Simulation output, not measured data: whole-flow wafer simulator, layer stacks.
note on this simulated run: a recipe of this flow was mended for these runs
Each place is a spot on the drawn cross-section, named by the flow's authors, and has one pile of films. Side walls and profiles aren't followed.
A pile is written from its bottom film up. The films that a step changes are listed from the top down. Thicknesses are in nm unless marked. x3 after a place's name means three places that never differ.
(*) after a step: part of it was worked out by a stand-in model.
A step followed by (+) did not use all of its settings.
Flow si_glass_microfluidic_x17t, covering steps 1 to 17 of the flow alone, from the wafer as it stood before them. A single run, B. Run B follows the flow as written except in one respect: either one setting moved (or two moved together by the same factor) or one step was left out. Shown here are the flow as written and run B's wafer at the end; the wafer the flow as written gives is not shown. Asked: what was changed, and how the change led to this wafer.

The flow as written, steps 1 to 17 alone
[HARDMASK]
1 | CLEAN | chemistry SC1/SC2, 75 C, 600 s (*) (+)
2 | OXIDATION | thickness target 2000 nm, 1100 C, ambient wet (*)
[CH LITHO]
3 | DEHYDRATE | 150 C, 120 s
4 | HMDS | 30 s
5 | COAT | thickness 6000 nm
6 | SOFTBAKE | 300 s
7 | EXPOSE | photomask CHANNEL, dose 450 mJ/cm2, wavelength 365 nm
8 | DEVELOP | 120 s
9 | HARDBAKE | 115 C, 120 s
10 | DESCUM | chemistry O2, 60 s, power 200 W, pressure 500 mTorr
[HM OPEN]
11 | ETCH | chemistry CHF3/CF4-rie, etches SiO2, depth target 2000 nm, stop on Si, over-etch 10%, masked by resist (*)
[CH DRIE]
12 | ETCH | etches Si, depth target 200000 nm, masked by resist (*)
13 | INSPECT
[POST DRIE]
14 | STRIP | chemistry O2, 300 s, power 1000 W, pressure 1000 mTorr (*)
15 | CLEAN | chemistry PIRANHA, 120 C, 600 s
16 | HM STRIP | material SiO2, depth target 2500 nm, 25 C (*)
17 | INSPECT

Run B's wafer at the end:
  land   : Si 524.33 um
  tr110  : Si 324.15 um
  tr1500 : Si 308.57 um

What caused this: step 2, OXIDATION: thickness target 1520 nm was run, though the flow has thickness target 2000 nm.

The path from the change to this, step by step:
  2 | OXIDATION | thickness target 2000 nm, 1100 C, ambient wet (*)
      land, tr110, tr1500, tr15: SiO2 gains 1520 (new film), chemical SiO2 loses 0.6 (all of it), Si loses 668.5 (as written it would have been: SiO2 gains 2000 (new film), chemical SiO2 loses 0.6 (all of it), Si loses 879.7)
  11 | ETCH | chemistry CHF3/CF4-rie, etches SiO2, depth target 2000 nm, stop on Si, over-etch 10%, masked by resist (*)
      tr110, tr1500, tr15: SiO2 loses 1520 (all of it), Si loses 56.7 (as written it would have been: SiO2 loses 2000 (all of it), Si loses 16.7)
      land: thick-i-line-resist loses 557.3 (as written it would have been: thick-i-line-resist loses 733.3)
  12 | ETCH | etches Si, depth target 200000 nm, masked by resist (*)
      tr1500: Si loses 215.7 um (as written it would have been: Si loses 215.73 um)
      tr15: Si loses 150.09 um (as written it would have been: Si loses 149.99 um)
  14 | STRIP | chemistry O2, 300 s, power 1000 W, pressure 1000 mTorr (*)
      land: thick-i-line-resist loses 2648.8 (all of it) (as written it would have been: thick-i-line-resist loses 2472.3 (all of it))
  16 | HM STRIP | material SiO2, depth target 2500 nm, 25 C (*)
      land: SiO2 loses 1520 (all of it) (as written it would have been: SiO2 loses 2000 (all of it))
